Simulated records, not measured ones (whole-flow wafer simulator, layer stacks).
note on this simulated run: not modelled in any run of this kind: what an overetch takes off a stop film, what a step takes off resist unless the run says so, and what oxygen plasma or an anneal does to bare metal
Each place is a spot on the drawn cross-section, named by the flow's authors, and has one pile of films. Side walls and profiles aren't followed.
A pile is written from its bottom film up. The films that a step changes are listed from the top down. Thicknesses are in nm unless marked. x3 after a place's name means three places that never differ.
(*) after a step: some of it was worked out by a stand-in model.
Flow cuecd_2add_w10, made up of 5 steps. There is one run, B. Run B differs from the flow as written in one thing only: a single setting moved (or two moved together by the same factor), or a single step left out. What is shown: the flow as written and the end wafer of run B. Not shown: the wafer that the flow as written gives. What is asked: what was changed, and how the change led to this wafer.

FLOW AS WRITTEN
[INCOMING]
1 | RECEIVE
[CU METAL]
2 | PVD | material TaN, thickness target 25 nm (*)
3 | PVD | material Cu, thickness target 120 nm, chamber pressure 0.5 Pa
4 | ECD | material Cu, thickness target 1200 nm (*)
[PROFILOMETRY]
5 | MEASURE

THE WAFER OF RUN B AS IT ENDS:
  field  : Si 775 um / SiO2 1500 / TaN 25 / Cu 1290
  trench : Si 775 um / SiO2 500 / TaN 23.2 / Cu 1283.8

The reason: step 3, PVD: thickness target 90 nm was run, though the flow has thickness target 120 nm.

The path from the change to this, step by step:
  3 | PVD | material Cu, thickness target 120 nm, chamber pressure 0.5 Pa
      field: +90 Cu (new film) (as written it would have been: +120 Cu (new film))
      trench: +83.8 Cu (new film) (as written it would have been: +111.8 Cu (new film))
